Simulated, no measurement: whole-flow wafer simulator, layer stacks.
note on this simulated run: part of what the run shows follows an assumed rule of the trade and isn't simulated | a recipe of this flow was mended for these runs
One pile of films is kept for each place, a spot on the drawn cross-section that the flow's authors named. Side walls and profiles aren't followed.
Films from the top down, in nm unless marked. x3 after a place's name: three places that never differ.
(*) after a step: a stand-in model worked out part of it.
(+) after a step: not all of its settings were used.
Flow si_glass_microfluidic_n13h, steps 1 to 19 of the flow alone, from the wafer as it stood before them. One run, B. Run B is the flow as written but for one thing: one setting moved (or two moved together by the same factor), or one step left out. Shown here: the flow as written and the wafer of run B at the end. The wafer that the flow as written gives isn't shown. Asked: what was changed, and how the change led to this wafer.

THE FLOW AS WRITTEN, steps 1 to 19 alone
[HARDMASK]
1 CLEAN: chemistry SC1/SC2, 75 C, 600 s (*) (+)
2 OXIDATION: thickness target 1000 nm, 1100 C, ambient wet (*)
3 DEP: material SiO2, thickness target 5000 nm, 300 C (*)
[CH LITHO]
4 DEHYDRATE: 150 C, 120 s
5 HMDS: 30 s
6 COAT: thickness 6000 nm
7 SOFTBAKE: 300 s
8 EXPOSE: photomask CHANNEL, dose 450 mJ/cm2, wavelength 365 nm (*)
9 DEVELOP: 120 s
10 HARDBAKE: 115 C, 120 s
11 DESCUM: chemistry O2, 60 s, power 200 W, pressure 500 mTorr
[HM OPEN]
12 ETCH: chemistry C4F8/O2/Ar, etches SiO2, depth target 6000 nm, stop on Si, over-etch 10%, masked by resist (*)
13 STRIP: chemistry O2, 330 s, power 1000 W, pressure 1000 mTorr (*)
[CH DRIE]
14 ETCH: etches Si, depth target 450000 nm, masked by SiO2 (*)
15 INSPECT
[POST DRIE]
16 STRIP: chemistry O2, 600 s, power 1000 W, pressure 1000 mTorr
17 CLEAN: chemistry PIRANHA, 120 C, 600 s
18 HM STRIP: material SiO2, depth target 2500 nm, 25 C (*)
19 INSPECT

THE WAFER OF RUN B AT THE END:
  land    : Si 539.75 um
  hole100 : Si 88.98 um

The cause: step 2, OXIDATION: thickness target 550 nm was run, where the flow has thickness target 1000 nm.

How the change led to this, step by step:
  2 OXIDATION: thickness target 1000 nm, 1100 C, ambient wet (*)
      land, hole100: SiO2 +550 (new film), chemical SiO2 -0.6 (all of it), Si -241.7 (as written it would be: SiO2 +1000 (new film), chemical SiO2 -0.6 (all of it), Si -439.7)
  12 ETCH: chemistry C4F8/O2/Ar, etches SiO2, depth target 6000 nm, stop on Si, over-etch 10%, masked by resist (*)
      land: thick-i-line-resist -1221 (as written it would be: thick-i-line-resist -1320)
      hole100: SiO2 -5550 (all of it), Si -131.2 (as written it would be: SiO2 -6000 (all of it), Si -75)
  13 STRIP: chemistry O2, 330 s, power 1000 W, pressure 1000 mTorr (*)
      land: thick-i-line-resist -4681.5 (all of it) (as written it would be: thick-i-line-resist -4582.5 (all of it))
  18 HM STRIP: material SiO2, depth target 2500 nm, 25 C (*)
      land: SiO2 -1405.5 (all of it) (as written it would be: SiO2 -1854.4 (all of it))
